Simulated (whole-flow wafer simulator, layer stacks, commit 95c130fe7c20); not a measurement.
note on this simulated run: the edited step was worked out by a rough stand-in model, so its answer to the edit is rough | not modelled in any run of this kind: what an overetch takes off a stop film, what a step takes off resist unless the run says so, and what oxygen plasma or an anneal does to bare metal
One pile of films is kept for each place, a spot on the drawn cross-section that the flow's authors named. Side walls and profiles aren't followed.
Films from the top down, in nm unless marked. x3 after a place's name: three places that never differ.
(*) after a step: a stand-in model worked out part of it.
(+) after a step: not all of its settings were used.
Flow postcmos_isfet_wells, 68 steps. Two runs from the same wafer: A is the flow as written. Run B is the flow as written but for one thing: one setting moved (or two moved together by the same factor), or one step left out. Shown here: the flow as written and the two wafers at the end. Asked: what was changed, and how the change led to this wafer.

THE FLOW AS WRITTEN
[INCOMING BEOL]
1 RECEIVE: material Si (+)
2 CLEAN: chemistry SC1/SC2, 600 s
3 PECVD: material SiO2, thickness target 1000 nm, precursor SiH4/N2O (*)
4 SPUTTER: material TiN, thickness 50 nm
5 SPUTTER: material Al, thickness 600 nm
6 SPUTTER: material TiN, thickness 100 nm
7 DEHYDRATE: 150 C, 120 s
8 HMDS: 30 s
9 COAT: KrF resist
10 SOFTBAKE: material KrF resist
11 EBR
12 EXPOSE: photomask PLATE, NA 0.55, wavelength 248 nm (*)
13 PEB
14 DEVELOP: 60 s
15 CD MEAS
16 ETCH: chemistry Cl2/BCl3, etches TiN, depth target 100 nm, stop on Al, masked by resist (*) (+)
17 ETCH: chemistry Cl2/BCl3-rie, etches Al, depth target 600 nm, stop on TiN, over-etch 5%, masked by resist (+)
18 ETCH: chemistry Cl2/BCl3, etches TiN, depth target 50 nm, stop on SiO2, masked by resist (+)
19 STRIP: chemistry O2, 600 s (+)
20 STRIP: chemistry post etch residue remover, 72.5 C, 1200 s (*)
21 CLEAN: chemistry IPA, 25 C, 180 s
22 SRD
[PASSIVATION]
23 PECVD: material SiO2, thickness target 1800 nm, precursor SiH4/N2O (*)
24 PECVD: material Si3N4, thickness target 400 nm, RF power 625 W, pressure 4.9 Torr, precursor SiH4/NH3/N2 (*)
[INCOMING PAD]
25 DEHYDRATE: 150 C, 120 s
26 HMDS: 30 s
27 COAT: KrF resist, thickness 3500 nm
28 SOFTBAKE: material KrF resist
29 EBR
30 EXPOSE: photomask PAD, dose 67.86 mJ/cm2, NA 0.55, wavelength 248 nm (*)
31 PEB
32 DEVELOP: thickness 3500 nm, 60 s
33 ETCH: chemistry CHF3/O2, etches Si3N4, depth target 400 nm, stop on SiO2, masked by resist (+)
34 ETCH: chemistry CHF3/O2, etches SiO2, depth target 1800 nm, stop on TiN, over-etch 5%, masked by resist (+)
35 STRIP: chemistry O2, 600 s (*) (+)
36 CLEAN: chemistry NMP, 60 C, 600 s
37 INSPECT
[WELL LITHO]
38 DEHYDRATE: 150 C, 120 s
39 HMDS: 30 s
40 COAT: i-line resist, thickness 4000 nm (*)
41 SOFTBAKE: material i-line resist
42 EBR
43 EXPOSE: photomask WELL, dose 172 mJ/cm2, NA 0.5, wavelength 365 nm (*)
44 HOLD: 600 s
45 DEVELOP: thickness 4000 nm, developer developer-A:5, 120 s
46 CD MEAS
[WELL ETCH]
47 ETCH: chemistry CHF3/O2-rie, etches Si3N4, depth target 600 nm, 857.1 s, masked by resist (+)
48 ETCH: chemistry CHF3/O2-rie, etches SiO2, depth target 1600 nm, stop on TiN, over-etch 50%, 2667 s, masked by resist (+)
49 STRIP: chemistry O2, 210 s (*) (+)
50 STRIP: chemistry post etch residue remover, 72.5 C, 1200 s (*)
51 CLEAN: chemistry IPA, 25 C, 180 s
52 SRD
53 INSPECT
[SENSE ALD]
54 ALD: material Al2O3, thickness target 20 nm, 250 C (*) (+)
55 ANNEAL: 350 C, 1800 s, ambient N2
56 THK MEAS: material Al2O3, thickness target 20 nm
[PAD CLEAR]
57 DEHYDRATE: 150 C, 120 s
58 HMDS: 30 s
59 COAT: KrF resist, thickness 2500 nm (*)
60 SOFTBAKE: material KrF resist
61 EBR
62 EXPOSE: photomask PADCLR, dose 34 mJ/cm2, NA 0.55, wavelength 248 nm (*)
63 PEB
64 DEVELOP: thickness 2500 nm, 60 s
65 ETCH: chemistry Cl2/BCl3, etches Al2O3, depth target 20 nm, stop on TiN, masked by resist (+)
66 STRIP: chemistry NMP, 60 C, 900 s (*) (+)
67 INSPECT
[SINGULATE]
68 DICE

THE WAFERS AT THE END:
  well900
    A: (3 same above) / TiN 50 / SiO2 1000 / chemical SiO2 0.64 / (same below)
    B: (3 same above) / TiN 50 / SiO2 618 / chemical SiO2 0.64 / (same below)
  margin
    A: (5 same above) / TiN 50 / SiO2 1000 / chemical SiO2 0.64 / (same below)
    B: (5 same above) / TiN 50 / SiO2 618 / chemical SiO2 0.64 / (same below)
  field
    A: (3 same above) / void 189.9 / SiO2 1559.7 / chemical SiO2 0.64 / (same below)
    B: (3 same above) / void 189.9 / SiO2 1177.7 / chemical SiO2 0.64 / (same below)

The cause: step 3, PECVD: thickness target 618 nm was run, where the flow has thickness target 1000 nm.
It can be read off the wafer: well900 has SiO2 618, and step 3 as written asks for 1000 nm.

How the change led to this, step by step:
  3 PECVD: material SiO2, thickness target 1000 nm, precursor SiH4/N2O (*)
      field, margin, well900, well1300 x3, pad_rim, pad_clr, pad_open: A SiO2 +1000 (new film) | B SiO2 +618 (new film)
